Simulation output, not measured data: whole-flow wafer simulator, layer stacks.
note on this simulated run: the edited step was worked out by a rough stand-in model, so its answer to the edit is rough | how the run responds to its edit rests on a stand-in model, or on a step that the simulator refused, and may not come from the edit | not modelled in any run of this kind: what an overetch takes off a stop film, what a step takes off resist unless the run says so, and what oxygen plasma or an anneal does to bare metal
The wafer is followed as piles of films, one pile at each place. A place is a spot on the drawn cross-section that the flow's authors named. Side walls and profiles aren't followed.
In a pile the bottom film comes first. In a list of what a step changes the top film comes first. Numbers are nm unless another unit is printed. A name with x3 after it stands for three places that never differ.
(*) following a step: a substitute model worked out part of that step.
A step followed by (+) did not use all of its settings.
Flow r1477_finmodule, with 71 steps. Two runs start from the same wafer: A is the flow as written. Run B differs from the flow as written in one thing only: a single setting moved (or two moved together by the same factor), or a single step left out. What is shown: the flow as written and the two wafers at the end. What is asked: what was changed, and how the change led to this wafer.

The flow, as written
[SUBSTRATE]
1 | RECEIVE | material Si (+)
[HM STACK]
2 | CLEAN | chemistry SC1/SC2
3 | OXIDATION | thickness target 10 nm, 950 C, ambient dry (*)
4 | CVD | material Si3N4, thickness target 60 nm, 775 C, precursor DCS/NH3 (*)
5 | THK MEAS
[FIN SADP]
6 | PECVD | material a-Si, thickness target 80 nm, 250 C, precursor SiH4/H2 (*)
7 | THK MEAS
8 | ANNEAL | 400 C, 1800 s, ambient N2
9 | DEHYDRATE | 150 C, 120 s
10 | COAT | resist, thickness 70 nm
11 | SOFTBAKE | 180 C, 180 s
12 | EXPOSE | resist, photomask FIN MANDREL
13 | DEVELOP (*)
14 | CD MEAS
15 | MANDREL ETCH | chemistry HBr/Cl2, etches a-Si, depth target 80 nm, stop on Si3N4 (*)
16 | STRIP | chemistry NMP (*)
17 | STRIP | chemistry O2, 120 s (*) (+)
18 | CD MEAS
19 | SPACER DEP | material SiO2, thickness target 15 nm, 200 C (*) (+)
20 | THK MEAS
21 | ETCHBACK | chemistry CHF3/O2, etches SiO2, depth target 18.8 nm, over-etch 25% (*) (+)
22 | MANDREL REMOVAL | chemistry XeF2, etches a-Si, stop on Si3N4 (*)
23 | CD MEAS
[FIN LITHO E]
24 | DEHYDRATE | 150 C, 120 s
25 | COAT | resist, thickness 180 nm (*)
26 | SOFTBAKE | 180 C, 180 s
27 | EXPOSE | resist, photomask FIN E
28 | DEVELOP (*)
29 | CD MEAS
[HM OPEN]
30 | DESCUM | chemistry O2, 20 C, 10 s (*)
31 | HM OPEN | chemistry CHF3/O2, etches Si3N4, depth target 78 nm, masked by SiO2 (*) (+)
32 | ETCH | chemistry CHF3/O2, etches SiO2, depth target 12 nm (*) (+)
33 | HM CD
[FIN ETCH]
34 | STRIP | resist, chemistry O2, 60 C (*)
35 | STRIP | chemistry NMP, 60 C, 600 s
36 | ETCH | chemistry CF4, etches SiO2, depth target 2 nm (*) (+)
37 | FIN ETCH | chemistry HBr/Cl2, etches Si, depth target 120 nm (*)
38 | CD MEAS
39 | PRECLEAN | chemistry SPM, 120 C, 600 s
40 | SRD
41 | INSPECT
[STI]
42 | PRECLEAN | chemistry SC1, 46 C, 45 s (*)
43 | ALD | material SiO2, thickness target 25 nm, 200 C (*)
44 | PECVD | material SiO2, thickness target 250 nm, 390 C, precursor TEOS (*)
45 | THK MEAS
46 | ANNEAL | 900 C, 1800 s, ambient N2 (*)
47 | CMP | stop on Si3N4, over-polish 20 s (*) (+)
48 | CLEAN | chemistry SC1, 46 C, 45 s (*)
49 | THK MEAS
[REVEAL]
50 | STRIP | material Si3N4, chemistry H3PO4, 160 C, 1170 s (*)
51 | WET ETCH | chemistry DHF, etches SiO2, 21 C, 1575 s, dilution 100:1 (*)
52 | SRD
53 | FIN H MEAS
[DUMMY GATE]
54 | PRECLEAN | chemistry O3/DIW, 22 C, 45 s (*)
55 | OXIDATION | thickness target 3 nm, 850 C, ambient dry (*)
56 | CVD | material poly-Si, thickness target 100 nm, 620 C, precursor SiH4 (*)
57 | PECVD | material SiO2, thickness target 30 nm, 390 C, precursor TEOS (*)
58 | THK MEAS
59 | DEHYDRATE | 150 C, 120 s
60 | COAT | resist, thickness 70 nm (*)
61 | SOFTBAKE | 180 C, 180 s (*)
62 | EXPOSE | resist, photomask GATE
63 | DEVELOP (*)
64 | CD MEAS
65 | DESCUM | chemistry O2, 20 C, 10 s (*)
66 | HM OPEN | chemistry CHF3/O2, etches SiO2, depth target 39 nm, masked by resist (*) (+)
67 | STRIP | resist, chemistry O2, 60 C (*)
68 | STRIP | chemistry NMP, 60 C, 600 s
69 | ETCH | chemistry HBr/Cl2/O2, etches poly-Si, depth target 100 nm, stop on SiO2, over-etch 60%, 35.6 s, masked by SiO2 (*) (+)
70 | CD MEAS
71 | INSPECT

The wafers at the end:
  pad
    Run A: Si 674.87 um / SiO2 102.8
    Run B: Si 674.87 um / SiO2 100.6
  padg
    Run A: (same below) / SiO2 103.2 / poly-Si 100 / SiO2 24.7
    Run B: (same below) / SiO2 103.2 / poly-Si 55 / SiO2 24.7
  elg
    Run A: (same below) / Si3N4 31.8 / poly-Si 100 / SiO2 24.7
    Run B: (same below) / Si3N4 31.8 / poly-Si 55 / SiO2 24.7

Cause: step 56, CVD: thickness target 55 nm was run, whereas the flow has thickness target 100 nm.
One can read it off the wafer: padg has poly-Si 55, and step 56 as written asks for 100 nm.

Step by step, how the change led to this:
  56 | CVD | material poly-Si, thickness target 100 nm, 620 C, precursor SiH4 (*)
      pad, padg, elg and 26 more: A +100 poly-Si (new film) | B +55 poly-Si (new film)
      s40cg, s40co: A +113.9 poly-Si (new film) | B +67.2 poly-Si (new film)
      (as well as at 5 more places)
  60 | COAT | resist, thickness 70 nm (*)
      s40cg, s40co: A +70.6 resist (new film) | B +72.1 resist (new film)
      s45cg, s45co: A +71 resist (new film) | B +73 resist (new film)
      (as well as at 2 more places)
  63 | DEVELOP (*)
      s40co: A -70.6 resist (all of it) | B -72.1 resist (all of it)
      s45co: A -71 resist (all of it) | B -73 resist (all of it)
      (as well as at 1 more place)
  67 | STRIP | resist, chemistry O2, 60 C (*)
      s40cg: A -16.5 resist (all of it) | B -18 resist (all of it)
      s45cg: A -16.9 resist (all of it) | B -18.9 resist (all of it)
      (as well as at 1 more place)
  69 | ETCH | chemistry HBr/Cl2/O2, etches poly-Si, depth target 100 nm, stop on SiO2, over-etch 60%, 35.6 s, masked by SiO2 (*) (+)
      pad, eso, e40so and 8 more: A -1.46 chemical SiO2 (all of it), -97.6 poly-Si (all of it), -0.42 SiO2 | B -1.46 chemical SiO2 (all of it), -52.6 poly-Si (all of it), -2.67 SiO2
      elo, e40lo, e100lo, e200lo: A -1.46 chemical SiO2 (all of it), -97.6 poly-Si (all of it), -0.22 Si3N4 | B -1.46 chemical SiO2 (all of it), -52.6 poly-Si (all of it), -4.31 Si3N4
      (as well as at 3 more places)
